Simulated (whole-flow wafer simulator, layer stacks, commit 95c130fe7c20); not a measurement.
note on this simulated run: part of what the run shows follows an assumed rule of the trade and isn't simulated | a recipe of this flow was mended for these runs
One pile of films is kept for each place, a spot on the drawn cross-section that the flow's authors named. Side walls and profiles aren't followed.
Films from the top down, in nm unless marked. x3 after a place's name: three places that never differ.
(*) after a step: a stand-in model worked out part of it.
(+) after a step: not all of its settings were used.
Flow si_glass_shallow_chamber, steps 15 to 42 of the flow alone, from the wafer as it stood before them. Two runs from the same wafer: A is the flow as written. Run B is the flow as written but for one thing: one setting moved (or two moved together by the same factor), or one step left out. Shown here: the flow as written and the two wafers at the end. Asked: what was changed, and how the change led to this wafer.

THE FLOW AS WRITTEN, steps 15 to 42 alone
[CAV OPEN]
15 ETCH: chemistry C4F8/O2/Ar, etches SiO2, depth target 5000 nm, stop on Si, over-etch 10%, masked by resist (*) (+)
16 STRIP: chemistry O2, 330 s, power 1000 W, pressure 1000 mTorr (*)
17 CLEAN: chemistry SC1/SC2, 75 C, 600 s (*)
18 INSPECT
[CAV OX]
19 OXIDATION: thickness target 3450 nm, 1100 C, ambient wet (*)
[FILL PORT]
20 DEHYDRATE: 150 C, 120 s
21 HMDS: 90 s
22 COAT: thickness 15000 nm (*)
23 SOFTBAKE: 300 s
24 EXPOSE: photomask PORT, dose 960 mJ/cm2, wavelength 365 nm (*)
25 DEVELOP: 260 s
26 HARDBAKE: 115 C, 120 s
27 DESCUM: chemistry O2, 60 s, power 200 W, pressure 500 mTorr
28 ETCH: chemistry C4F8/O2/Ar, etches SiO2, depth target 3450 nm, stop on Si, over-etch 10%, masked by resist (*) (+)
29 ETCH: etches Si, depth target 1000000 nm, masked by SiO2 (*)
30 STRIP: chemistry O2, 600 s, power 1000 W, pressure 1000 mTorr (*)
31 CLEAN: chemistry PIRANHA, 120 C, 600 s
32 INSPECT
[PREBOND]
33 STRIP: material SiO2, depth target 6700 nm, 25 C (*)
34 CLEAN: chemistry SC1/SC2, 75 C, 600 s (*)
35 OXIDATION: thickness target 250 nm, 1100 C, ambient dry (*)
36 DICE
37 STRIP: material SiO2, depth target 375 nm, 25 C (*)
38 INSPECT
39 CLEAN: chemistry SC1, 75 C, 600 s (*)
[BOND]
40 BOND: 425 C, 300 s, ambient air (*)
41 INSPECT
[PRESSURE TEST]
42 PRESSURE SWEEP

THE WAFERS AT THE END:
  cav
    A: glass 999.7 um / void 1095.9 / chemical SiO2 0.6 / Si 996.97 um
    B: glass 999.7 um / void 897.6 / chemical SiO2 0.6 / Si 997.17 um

The cause: step 15, ETCH: depth target 4250 nm was run, where the flow has depth target 5000 nm.

How the change led to this, step by step:
  15 ETCH: chemistry C4F8/O2/Ar, etches SiO2, depth target 5000 nm, stop on Si, over-etch 10%, masked by resist (*) (+)
      cav, port: A SiO2 -5000 (all of it), Si -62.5 | B SiO2 -4675
      rim, ramp, septum, ring: A thick-i-line-resist -1100 | B thick-i-line-resist -935
  16 STRIP: chemistry O2, 330 s, power 1000 W, pressure 1000 mTorr (*)
      cav, port: A chemical SiO2 +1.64 (new film), Si -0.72 | B nothing
      rim, ramp, septum, ring: A thick-i-line-resist -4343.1 (all of it) | B thick-i-line-resist -4508.1 (all of it)
  17 CLEAN: chemistry SC1/SC2, 75 C, 600 s (*)
      cav, port: A chemical SiO2 -1.04, Si -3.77 | B SiO2 -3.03
  19 OXIDATION: thickness target 3450 nm, 1100 C, ambient wet (*)
      cav, port: A SiO2 +3450 (new film), chemical SiO2 -0.6 (all of it), Si -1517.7 | B SiO2 +3150.9, Si -1386.4
  22 COAT: thickness 15000 nm (*)
      rim: A thick-i-line-resist +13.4 um (new film) | B thick-i-line-resist +13.49 um (new film)
      ramp: A thick-i-line-resist +12.89 um (new film) | B thick-i-line-resist +13.01 um (new film)
      (and at 3 more places)
  23 SOFTBAKE: 300 s
      rim: A thick-i-line-resist -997 | B thick-i-line-resist -934.8
      ramp: A thick-i-line-resist -487.1 | B thick-i-line-resist -454.4
      (and at 4 more places)
  25 DEVELOP: 260 s
      port: A thick-i-line-resist -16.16 um (all of it) | B thick-i-line-resist -16.09 um (all of it)
  28 ETCH: chemistry C4F8/O2/Ar, etches SiO2, depth target 3450 nm, stop on Si, over-etch 10%, masked by resist (*) (+)
      port: A SiO2 -3450 (all of it), Si -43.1 | B SiO2 -3472.9 (all of it), Si -40.3
  29 ETCH: etches Si, depth target 1000000 nm, masked by SiO2 (*)
      rim, ramp: A thick-i-line-resist -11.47 um (all of it), SiO2 -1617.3 | B thick-i-line-resist -11.63 um (all of it), SiO2 -1536.6
      port: A hole +997.05 um (new film), Si -997.05 um (all of it) | B hole +997.25 um (new film), Si -997.25 um (all of it)
      (and at 2 more places)
  30 STRIP: chemistry O2, 600 s, power 1000 W, pressure 1000 mTorr (*)
      cav: A thick-i-line-resist -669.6 (all of it) | B thick-i-line-resist -602.4 (all of it)
  40 BOND: 425 C, 300 s, ambient air (*)
      cav: A glass +999.7 um (new film), void +1095.9 (new film) | B glass +999.7 um (new film), void +897.6 (new film)
      port: A glass +999.7 um (new film), hole +1017.3 | B glass +999.7 um (new film), hole +816.1
